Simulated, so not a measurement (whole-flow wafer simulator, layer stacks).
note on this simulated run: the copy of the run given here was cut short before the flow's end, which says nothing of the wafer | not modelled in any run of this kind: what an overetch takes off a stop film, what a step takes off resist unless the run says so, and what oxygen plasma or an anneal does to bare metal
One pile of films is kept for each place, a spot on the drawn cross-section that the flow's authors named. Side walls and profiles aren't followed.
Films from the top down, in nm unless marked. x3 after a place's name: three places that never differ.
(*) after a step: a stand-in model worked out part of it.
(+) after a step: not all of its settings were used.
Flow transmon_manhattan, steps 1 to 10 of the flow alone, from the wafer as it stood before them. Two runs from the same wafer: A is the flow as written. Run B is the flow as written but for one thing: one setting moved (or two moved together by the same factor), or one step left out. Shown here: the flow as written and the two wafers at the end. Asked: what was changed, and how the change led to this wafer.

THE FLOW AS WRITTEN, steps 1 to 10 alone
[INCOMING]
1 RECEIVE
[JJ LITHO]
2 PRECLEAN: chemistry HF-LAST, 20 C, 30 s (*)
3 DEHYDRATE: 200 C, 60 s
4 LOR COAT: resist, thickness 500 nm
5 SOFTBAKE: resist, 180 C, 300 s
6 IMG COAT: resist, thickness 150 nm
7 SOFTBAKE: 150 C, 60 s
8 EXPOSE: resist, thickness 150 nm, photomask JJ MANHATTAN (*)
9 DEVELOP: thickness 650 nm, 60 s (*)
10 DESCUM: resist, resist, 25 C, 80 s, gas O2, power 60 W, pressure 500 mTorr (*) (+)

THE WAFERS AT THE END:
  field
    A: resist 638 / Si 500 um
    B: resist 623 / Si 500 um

The cause: step 6, IMG COAT: thickness 135 nm was run, where the flow has thickness 150 nm.

How the change led to this, step by step:
  6 IMG COAT: resist, thickness 150 nm
      field, chan_a x2: A resist +150 | B resist +135
  9 DEVELOP: thickness 650 nm, 60 s (*)
      chan_a x2: A resist -650 (all of it) | B resist -635 (all of it)
